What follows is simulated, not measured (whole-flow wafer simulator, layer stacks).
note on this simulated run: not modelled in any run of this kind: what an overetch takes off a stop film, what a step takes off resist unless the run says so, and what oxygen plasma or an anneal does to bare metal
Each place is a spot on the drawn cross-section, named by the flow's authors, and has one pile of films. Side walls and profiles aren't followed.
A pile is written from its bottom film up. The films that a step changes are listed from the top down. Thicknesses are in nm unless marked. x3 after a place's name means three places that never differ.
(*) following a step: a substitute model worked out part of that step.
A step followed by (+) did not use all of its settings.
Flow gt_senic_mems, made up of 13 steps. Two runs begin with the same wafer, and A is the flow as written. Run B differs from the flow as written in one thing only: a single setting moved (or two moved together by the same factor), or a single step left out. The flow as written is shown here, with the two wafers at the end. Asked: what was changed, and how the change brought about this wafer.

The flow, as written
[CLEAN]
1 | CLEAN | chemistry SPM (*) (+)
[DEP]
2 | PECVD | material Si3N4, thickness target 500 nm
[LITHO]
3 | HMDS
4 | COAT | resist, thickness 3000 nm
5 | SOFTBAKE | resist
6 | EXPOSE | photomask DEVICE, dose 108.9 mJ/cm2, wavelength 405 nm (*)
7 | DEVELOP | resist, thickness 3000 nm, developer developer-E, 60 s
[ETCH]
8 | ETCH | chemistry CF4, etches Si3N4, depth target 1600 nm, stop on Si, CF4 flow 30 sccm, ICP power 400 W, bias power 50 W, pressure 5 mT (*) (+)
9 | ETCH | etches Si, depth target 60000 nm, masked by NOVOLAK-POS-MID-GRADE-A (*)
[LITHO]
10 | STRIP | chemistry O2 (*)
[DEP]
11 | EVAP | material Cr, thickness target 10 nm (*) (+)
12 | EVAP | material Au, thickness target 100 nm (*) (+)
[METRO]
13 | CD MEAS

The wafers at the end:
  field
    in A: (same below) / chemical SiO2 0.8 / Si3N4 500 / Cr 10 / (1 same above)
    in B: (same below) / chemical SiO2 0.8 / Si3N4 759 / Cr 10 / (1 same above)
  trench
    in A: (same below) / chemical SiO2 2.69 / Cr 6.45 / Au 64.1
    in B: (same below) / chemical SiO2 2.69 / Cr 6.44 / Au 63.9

Cause: step 2, PECVD: thickness target 759 nm was run, though the flow has thickness target 500 nm.
One can read it off the wafer: field has Si3N4 759, and step 2 as written asks for 500 nm.

Step by step, how the change led to this:
  2 | PECVD | material Si3N4, thickness target 500 nm
      field, trench: A +500 Si3N4 (new film) | B +759 Si3N4 (new film)
  8 | ETCH | chemistry CF4, etches Si3N4, depth target 1600 nm, stop on Si, CF4 flow 30 sccm, ICP power 400 W, bias power 50 W, pressure 5 mT (*) (+)
      field: A -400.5 resist | B -573.2 resist
      trench: A -500 Si3N4 (all of it), -0.8 chemical SiO2 (all of it) | B -759 Si3N4 (all of it), -0.8 chemical SiO2 (all of it)
  10 | STRIP | chemistry O2 (*)
      field: A -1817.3 resist (all of it) | B -1644.6 resist (all of it)
